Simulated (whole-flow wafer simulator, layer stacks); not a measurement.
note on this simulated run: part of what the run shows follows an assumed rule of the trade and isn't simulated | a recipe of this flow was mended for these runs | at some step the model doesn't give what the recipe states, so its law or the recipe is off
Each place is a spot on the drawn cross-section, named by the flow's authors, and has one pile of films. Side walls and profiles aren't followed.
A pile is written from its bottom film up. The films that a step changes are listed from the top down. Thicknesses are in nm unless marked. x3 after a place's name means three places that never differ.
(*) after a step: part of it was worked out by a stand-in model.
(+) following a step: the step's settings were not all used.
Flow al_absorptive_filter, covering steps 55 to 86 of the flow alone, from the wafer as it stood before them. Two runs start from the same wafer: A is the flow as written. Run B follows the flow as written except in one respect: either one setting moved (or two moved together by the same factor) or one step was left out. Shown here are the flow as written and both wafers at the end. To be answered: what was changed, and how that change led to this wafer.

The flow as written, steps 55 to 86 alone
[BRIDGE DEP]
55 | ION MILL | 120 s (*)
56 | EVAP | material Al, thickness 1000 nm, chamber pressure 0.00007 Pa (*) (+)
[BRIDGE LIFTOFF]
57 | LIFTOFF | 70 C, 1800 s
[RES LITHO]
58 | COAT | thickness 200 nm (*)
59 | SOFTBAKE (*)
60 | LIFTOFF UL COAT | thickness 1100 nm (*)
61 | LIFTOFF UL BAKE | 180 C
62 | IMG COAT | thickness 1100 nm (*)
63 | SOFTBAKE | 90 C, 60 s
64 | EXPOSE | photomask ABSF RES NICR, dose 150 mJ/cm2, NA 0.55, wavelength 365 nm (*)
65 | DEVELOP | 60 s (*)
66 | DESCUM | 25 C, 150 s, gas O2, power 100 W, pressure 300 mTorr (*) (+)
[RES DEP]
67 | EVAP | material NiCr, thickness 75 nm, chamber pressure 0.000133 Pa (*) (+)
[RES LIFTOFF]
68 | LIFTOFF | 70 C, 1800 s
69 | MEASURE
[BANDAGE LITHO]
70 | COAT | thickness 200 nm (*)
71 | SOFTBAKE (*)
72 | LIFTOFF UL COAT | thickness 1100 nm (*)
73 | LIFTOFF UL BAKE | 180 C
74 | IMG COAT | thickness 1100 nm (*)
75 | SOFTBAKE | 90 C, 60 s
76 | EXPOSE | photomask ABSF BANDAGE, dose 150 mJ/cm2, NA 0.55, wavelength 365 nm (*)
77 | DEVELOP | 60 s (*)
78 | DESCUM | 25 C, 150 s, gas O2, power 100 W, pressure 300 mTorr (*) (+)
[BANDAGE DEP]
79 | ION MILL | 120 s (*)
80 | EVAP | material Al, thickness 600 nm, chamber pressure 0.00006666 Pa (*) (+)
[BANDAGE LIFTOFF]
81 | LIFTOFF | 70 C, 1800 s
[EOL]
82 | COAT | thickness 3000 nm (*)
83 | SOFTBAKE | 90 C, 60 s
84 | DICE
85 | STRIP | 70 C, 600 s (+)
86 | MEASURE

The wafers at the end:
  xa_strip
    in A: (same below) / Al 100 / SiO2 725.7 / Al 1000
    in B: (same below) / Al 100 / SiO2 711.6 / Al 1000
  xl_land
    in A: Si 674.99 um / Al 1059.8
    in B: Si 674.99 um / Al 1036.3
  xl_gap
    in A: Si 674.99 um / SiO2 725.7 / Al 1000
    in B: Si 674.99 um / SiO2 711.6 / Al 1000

Cause: step 55, ION MILL: 190 s was run, whereas the flow has 120 s.

How this came from the change, step by step:
  55 | ION MILL | 120 s (*)
      gnd, pad_far, pad_near and 7 more: A -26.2 i-line-resist | B -41.5 i-line-resist
      xa_strip, xl_gap, xl_turn: A -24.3 SiO2 | B -38.4 SiO2
      (also at 1 further place)
